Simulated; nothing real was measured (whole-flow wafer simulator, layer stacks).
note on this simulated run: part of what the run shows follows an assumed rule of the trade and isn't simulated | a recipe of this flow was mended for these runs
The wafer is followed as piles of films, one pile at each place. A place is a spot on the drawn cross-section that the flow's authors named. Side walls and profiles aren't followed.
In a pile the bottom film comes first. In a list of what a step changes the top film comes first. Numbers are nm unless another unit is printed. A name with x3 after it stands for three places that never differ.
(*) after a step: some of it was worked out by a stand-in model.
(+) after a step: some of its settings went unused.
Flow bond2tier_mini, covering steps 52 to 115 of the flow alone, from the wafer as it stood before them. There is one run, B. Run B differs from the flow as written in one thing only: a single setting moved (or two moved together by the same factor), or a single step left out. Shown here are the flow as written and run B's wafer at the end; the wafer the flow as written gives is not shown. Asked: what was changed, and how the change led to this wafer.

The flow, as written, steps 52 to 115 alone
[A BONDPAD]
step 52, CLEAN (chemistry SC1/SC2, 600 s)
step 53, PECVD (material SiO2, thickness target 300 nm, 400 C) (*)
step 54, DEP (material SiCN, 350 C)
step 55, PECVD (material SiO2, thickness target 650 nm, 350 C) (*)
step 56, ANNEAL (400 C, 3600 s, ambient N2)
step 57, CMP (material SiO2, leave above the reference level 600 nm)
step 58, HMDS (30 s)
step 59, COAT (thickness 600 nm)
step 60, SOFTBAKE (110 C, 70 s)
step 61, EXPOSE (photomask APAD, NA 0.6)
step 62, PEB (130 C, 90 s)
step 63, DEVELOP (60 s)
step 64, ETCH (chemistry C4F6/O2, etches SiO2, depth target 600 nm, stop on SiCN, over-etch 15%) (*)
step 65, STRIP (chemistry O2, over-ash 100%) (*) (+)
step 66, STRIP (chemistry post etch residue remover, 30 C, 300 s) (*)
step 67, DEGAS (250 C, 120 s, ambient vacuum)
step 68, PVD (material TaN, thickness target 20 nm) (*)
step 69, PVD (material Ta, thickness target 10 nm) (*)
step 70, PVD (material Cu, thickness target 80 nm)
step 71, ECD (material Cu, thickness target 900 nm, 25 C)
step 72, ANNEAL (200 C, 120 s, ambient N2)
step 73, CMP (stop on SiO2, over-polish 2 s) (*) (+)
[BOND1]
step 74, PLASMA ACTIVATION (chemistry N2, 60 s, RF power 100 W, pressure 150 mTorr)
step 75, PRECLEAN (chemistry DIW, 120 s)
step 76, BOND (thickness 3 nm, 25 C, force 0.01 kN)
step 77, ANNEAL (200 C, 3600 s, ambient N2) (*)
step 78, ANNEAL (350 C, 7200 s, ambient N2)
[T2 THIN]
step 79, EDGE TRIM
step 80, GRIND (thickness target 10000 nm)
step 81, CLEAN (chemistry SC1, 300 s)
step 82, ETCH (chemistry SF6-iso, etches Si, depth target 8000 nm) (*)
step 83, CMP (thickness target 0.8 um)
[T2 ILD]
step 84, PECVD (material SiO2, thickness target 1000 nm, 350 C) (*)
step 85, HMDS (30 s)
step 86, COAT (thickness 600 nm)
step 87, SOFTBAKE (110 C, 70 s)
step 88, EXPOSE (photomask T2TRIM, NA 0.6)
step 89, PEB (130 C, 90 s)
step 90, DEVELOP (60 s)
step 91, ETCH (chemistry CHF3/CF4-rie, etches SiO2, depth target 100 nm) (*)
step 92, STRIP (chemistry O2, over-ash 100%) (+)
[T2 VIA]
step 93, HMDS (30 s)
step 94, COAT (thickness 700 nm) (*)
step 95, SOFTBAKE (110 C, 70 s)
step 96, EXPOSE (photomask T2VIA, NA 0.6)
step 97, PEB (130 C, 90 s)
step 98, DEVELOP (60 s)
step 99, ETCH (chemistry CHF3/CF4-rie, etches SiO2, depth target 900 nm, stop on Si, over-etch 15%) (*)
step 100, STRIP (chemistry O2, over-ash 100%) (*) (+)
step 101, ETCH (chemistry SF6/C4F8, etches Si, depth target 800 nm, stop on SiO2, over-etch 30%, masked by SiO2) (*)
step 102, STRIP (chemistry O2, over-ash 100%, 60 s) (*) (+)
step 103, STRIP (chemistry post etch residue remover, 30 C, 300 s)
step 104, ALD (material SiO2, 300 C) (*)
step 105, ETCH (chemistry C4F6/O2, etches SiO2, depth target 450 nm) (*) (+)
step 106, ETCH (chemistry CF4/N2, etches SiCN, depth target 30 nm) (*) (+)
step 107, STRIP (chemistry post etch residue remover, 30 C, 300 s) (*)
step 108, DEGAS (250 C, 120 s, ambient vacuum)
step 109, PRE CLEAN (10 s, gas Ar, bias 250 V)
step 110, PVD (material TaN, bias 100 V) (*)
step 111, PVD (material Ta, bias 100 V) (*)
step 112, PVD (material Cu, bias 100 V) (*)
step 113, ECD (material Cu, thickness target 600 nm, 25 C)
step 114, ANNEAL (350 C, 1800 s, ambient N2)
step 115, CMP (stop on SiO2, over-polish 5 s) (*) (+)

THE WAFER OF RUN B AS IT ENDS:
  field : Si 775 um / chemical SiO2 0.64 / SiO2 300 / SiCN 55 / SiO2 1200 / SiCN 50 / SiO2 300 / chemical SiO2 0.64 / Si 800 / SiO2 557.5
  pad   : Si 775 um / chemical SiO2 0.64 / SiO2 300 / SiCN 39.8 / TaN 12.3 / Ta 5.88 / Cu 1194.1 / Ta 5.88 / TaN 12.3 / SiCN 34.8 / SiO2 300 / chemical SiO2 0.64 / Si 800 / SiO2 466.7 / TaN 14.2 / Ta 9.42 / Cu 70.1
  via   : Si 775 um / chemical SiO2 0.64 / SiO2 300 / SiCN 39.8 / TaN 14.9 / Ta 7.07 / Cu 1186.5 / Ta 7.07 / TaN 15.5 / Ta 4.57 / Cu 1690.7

What caused this: step 54, DEP: 327 C was run, whereas the flow has 350 C.

The path from the change to this, step by step:
  step 54, DEP (material SiCN, 350 C)
      field, pad, via: SiCN gains 55 (new film) (in the flow as written it would be: SiCN gains 50 (new film))
